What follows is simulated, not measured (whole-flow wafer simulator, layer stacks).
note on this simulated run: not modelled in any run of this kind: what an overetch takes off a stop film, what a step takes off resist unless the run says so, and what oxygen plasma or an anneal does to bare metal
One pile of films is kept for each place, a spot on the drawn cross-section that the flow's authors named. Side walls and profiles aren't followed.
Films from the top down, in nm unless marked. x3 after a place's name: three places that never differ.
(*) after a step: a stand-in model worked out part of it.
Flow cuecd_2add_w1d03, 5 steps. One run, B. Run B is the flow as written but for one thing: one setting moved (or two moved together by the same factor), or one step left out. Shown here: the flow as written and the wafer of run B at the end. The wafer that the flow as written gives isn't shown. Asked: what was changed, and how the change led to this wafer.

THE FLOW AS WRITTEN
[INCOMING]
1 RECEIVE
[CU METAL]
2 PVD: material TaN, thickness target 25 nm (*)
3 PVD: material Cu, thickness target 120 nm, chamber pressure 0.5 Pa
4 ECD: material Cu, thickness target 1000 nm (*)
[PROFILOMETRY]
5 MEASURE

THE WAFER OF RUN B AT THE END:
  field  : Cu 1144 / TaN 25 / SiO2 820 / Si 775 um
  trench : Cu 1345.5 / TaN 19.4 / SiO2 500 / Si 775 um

The cause: step 3, PVD: thickness target 144 nm was run, where the flow has thickness target 120 nm.

How the change led to this, step by step:
  3 PVD: material Cu, thickness target 120 nm, chamber pressure 0.5 Pa
      field: Cu +144 (new film) (as written it would be: Cu +120 (new film))
      trench: Cu +112.1 (new film) (as written it would be: Cu +93.4 (new film))
